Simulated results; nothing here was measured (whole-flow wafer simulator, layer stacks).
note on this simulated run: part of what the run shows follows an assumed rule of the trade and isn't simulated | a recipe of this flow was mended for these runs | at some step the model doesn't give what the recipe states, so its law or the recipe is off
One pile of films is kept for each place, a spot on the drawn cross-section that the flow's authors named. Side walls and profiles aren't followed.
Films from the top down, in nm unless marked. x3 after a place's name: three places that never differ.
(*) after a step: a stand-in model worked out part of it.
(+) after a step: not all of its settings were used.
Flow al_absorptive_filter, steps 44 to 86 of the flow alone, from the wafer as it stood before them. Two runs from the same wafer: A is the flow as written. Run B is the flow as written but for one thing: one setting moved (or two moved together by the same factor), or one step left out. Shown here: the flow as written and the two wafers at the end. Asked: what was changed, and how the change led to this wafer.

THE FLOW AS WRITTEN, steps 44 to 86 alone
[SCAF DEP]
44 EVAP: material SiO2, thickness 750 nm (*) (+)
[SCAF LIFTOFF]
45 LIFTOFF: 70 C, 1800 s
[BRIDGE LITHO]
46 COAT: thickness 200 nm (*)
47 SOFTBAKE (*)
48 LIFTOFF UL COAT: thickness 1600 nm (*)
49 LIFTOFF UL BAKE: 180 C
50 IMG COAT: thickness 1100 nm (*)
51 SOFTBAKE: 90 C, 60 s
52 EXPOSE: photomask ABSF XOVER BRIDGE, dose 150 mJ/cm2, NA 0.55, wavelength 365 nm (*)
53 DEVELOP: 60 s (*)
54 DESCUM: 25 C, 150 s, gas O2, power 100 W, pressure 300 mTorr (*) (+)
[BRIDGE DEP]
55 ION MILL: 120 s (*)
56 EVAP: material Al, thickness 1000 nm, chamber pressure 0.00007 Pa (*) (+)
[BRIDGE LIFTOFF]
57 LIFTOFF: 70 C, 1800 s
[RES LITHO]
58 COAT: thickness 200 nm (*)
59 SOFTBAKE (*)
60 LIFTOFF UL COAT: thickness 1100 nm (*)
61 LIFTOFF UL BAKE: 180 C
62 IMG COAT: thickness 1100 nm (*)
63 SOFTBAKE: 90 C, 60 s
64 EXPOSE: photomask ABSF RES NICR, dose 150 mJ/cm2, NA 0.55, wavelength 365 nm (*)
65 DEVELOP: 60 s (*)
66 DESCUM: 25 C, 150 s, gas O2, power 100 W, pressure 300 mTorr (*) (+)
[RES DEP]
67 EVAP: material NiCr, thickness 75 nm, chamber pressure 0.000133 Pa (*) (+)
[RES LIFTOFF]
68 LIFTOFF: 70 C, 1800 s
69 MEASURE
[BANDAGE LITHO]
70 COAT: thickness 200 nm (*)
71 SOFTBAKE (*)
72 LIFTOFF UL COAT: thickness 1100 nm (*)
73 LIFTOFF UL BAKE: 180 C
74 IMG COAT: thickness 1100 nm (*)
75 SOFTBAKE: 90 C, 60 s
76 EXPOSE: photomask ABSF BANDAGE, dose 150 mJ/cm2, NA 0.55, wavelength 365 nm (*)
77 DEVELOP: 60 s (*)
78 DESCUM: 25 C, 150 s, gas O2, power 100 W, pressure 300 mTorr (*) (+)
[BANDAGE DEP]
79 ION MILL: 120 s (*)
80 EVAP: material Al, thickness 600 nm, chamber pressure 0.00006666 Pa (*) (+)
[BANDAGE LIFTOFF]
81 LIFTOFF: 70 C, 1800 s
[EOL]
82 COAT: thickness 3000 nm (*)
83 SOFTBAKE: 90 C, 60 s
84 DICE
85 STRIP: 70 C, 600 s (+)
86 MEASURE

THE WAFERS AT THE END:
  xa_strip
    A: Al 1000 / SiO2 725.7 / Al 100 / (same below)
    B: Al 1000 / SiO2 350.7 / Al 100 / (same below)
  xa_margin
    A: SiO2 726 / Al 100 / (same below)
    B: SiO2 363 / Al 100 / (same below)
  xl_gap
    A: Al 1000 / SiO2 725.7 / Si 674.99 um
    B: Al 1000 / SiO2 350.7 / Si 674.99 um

The cause: step 44, EVAP: thickness 375 nm was run, where the flow has thickness 750 nm.

How the change led to this, step by step:
  44 EVAP: material SiO2, thickness 750 nm (*) (+)
      gnd, pad_far, pad_near and 10 more: A SiO2 +750 (new film) | B SiO2 +375 (new film)
      xa_margin: A SiO2 +726 (new film) | B SiO2 +363 (new film)
  45 LIFTOFF: 70 C, 1800 s
      gnd, xa_field, xl_land, idc_field: A SiO2 -750 (all of it), i-line-resist -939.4 (all of it), lift-off-underlayer -1100 (all of it), acrylic-e-beam-resist -200 (all of it) | B SiO2 -375 (all of it), i-line-resist -939.4 (all of it), lift-off-underlayer -1100 (all of it), acrylic-e-beam-resist -200 (all of it)
      pad_far: A SiO2 -750 (all of it), i-line-resist -937 (all of it), lift-off-underlayer -1092.7 (all of it), acrylic-e-beam-resist -198.5 (all of it) | B SiO2 -375 (all of it), i-line-resist -937 (all of it), lift-off-underlayer -1092.7 (all of it), acrylic-e-beam-resist -198.5 (all of it)
      (and at 5 more places)
  46 COAT: thickness 200 nm (*)
      xa_margin: A acrylic-e-beam-resist +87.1 (new film) | B acrylic-e-beam-resist +112.3 (new film)
      xa_strip: A acrylic-e-beam-resist +156.7 (new film) | B acrylic-e-beam-resist +179.6 (new film)
      (and at 3 more places)
  48 LIFTOFF UL COAT: thickness 1600 nm (*)
      xa_margin: A lift-off-underlayer +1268 (new film) | B lift-off-underlayer +1453 (new film)
      xa_strip: A lift-off-underlayer +1219 (new film) | B lift-off-underlayer +1393.7 (new film)
      (and at 3 more places)
  50 IMG COAT: thickness 1100 nm (*)
      xa_margin: A i-line-resist +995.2 (new film) | B i-line-resist +1055.1 (new film)
      xa_strip: A i-line-resist +962 (new film) | B i-line-resist +1039.8 (new film)
      (and at 2 more places)
  51 SOFTBAKE: 90 C, 60 s
      xa_strip: A i-line-resist -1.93 | B i-line-resist -0.84
      xl_turn: A i-line-resist -1.83 | B i-line-resist -0.76
  53 DEVELOP: 60 s (*)
      xa_strip: A i-line-resist -960.1 (all of it), lift-off-underlayer -1219 (all of it) | B i-line-resist -1039 (all of it), lift-off-underlayer -1393.7 (all of it)
      xl_land: A i-line-resist -1117.3 (all of it), lift-off-underlayer -1706.9 (all of it) | B i-line-resist -1107.1 (all of it), lift-off-underlayer -1646.9 (all of it)
      (and at 2 more places)
  54 DESCUM: 25 C, 150 s, gas O2, power 100 W, pressure 300 mTorr (*) (+)
      gnd, pad_far, pad_near and 7 more: A i-line-resist -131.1 | B i-line-resist -127.7
      xa_strip: A acrylic-e-beam-resist -156.7 (all of it) | B acrylic-e-beam-resist -179.6 (all of it)
      (and at 3 more places)
  57 LIFTOFF: 70 C, 1800 s
      xa_margin: A Al -1000 (all of it), i-line-resist -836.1 (all of it), lift-off-underlayer -1268 (all of it), acrylic-e-beam-resist -87.1 (all of it) | B Al -1000 (all of it), i-line-resist -900 (all of it), lift-off-underlayer -1453 (all of it), acrylic-e-beam-resist -112.3 (all of it)
  58 COAT: thickness 200 nm (*)
      xa_margin: A acrylic-e-beam-resist +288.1 (new film) | B acrylic-e-beam-resist +359.9 (new film)
      xa_strip: A acrylic-e-beam-resist +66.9 (new film) | B acrylic-e-beam-resist +85.5 (new film)
      (and at 2 more places)
  60 LIFTOFF UL COAT: thickness 1100 nm (*)
      xa_margin: A lift-off-underlayer +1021 (new film) | B lift-off-underlayer +1094 (new film)
      xa_strip: A lift-off-underlayer +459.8 (new film) | B lift-off-underlayer +544.4 (new film)
      (and at 2 more places)
  62 IMG COAT: thickness 1100 nm (*)
      xa_margin: A i-line-resist +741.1 (new film) | B i-line-resist +841.4 (new film)
      xa_strip: A i-line-resist +577.9 (new film) | B i-line-resist +714.5 (new film)
      (and at 2 more places)
  63 SOFTBAKE: 90 C, 60 s
      xa_margin: A i-line-resist -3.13 | B i-line-resist -2.27
      xl_gap: A i-line-resist -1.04 | B i-line-resist -0.34
      (and at 1 more place)
  68 LIFTOFF: 70 C, 1800 s
      xa_margin: A NiCr -75 (all of it), i-line-resist -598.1 (all of it), lift-off-underlayer -1021 (all of it), acrylic-e-beam-resist -288.1 (all of it) | B NiCr -75 (all of it), i-line-resist -699.2 (all of it), lift-off-underlayer -1094 (all of it), acrylic-e-beam-resist -359.9 (all of it)
      xa_strip: A NiCr -75 (all of it), i-line-resist -433.3 (all of it), lift-off-underlayer -459.8 (all of it), acrylic-e-beam-resist -66.9 (all of it) | B NiCr -75 (all of it), i-line-resist -570 (all of it), lift-off-underlayer -544.4 (all of it), acrylic-e-beam-resist -85.5 (all of it)
      (and at 2 more places)
  70 COAT: thickness 200 nm (*)
      xa_margin: A acrylic-e-beam-resist +288.1 (new film) | B acrylic-e-beam-resist +359.9 (new film)
      xa_strip: A acrylic-e-beam-resist +66.9 (new film) | B acrylic-e-beam-resist +85.5 (new film)
      (and at 2 more places)
  72 LIFTOFF UL COAT: thickness 1100 nm (*)
      xa_margin: A lift-off-underlayer +1021 (new film) | B lift-off-underlayer +1094 (new film)
      xa_strip: A lift-off-underlayer +459.8 (new film) | B lift-off-underlayer +544.4 (new film)
      (and at 2 more places)
  ... 5 more steps ...
  85 STRIP: 70 C, 600 s (+)
      xa_margin: A i-line-resist -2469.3 (all of it) | B i-line-resist -2770.4 (all of it)
      xa_strip: A i-line-resist -1477 (all of it) | B i-line-resist -1786.7 (all of it)
      (and at 2 more places)
